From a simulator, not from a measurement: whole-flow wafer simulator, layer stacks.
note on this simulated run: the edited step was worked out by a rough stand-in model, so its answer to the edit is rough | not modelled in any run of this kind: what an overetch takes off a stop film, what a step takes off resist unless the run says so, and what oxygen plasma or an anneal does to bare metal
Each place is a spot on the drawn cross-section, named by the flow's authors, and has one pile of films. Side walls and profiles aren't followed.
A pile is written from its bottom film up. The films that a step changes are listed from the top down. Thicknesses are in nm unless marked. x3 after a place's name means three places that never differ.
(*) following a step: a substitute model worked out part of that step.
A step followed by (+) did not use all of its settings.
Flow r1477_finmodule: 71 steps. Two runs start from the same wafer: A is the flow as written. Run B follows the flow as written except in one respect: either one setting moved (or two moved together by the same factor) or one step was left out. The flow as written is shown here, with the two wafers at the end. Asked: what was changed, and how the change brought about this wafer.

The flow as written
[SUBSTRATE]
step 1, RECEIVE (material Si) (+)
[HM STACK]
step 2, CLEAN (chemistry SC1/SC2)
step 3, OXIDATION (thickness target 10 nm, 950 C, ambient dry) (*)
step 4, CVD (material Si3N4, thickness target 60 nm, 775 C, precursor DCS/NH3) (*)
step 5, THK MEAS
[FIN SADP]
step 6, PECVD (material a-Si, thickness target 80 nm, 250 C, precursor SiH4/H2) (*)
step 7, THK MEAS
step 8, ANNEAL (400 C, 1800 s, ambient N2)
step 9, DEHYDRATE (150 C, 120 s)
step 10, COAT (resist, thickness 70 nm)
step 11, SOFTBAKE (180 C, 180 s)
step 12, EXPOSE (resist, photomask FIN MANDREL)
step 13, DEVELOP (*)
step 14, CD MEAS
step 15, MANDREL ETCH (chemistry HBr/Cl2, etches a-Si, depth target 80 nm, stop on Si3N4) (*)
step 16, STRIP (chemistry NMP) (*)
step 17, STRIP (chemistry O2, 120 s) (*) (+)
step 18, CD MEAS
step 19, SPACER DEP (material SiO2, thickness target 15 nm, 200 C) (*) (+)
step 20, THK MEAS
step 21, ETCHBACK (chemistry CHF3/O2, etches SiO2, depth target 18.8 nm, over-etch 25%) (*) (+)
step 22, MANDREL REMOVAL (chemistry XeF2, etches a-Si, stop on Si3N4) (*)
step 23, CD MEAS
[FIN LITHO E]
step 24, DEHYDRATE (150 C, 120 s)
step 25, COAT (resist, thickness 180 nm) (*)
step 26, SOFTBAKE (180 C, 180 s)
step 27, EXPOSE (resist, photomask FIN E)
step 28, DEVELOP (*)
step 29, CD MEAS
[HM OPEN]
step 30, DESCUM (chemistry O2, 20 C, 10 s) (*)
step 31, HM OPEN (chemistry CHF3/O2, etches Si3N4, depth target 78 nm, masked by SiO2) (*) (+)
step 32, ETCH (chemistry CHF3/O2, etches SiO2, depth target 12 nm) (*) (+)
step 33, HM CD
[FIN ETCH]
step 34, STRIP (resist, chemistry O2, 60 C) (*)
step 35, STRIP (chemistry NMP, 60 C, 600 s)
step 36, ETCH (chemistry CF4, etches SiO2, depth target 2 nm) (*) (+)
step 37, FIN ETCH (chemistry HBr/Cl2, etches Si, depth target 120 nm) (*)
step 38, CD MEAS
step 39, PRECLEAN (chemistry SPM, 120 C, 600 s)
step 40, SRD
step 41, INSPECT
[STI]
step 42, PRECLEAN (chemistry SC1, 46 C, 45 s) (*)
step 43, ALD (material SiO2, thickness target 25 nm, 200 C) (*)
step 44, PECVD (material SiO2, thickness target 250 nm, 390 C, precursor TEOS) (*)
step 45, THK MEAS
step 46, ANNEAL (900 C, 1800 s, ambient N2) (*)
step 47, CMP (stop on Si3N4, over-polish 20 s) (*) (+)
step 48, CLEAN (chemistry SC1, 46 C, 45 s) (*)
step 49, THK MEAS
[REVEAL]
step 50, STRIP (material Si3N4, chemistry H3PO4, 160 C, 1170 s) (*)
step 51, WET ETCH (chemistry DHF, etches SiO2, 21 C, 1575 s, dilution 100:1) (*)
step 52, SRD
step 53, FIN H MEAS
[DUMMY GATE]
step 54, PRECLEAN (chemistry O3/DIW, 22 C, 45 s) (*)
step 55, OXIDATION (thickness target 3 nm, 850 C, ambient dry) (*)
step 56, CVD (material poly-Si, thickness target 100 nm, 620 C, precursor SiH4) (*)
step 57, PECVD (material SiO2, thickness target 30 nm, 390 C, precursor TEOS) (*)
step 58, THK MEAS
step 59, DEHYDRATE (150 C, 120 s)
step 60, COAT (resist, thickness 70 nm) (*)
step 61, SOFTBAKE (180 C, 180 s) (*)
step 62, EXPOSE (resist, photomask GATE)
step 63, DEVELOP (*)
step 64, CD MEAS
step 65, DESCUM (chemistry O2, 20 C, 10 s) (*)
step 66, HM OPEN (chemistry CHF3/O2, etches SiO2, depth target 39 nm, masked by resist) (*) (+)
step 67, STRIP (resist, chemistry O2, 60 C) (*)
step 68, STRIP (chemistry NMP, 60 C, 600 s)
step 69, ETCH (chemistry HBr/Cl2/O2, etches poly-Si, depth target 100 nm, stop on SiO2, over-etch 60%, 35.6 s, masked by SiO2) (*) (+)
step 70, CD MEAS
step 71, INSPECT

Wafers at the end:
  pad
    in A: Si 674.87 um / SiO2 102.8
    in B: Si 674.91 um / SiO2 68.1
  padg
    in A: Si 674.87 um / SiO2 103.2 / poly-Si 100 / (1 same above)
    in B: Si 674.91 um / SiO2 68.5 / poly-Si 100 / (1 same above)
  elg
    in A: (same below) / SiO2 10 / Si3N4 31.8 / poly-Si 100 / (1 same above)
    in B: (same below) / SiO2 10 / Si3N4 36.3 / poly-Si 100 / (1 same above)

What caused this: step 37, FIN ETCH: depth target 85.2 nm was run, whereas the flow has depth target 120 nm.

How this came from the change, step by step:
  step 37, FIN ETCH (chemistry HBr/Cl2, etches Si, depth target 120 nm) (*)
      pad, padg, esg and 19 more: A Si loses 120 | B Si loses 85.2
      elg, e40lg, e100lg, e200lg, elo, e40lo, e100lo, e200lo: A Si3N4 loses 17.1 | B Si3N4 loses 12.2
      (also at 6 further places)
  step 43, ALD (material SiO2, thickness target 25 nm, 200 C) (*)
      s40cg, s45cg, s50cg, s40co, s45co, s50co: A SiO2 gains 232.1 (new film) | B SiO2 gains 200 (new film)
      esg: A SiO2 gains 194.3 (new film) | B SiO2 gains 164.4 (new film)
  step 47, CMP (stop on Si3N4, over-polish 20 s) (*) (+)
      pad, padg, e40sg and 11 more: A SiO2 loses 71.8 | B SiO2 loses 106.6
      elg, esg, e40lg and 6 more: A SiO2 loses 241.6 | B SiO2 loses 246.6
      (also at 1 further place)
  step 51, WET ETCH (chemistry DHF, etches SiO2, 21 C, 1575 s, dilution 100:1) (*)
      elg, e40lg, e100lg, e200lg, elo, e40lo, e100lo, e200lo: A SiO2 loses 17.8 (all of it), Si3N4 loses 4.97 | B SiO2 loses 12.9 (all of it), Si3N4 loses 5.37
  step 56, CVD (material poly-Si, thickness target 100 nm, 620 C, precursor SiH4) (*)
      esg: A poly-Si gains 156 (new film) | B poly-Si gains 160.5 (new film)
  step 60, COAT (resist, thickness 70 nm) (*)
      e40sg, eso, e40so: A resist gains 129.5 (new film) | B resist gains 133.8 (new film)
      e100sg, e100so: A resist gains 129.4 (new film) | B resist gains 133.7 (new film)
      (also at 2 further places)
  step 63, DEVELOP (*)
      eso, e40so: A resist loses 129.5 (all of it) | B resist loses 133.8 (all of it)
      e100so: A resist loses 129.4 (all of it) | B resist loses 133.7 (all of it)
      (also at 1 further place)
  step 67, STRIP (resist, chemistry O2, 60 C) (*)
      e40sg: A resist loses 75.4 (all of it) | B resist loses 79.7 (all of it)
      e100sg: A resist loses 75.3 (all of it) | B resist loses 79.6 (all of it)
      (also at 1 further place)
